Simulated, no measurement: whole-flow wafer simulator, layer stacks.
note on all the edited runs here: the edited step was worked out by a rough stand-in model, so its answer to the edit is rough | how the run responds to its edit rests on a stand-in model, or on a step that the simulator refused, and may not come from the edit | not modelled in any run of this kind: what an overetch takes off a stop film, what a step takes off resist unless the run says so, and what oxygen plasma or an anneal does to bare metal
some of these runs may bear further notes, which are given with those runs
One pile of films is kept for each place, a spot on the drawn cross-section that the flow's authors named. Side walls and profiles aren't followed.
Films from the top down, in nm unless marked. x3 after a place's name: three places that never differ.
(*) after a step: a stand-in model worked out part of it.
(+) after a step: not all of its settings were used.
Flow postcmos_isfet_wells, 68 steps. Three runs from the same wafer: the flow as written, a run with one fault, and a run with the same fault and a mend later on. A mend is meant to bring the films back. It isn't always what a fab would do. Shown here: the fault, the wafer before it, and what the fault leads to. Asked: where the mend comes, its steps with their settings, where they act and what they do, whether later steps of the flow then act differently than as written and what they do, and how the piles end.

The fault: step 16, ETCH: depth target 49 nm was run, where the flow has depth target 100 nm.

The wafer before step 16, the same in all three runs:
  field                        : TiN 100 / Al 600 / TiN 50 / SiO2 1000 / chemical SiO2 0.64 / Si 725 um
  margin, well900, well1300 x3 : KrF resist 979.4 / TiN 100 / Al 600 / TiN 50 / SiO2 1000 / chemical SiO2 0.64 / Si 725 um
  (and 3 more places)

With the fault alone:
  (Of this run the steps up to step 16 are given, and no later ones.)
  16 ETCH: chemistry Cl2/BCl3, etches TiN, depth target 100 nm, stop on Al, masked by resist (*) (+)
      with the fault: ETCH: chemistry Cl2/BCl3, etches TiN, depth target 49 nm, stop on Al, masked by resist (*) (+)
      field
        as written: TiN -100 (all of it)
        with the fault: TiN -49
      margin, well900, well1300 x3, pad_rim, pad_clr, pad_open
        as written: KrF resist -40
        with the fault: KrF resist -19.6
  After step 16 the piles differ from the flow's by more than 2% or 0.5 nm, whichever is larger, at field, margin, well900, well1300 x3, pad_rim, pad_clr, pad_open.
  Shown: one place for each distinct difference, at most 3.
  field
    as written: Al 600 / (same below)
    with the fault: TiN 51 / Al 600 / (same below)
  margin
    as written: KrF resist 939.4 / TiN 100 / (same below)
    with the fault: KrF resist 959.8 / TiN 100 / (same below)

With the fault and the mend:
  The mend comes after step 16.
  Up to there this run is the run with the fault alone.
  16a ETCH: chemistry Cl2/BCl3, etches TiN, depth target 51 nm, stop on Al, masked by resist (the flow's step 16 once more, with other settings)
      margin, well900, well1300 x3, pad_rim, pad_clr, pad_open
        KrF resist -20.4
      field
        TiN -51 (all of it)
  No later step of the flow acts differently than as written at any place that is followed.
  At the end the piles are the same as the flow's at every place that both follow.
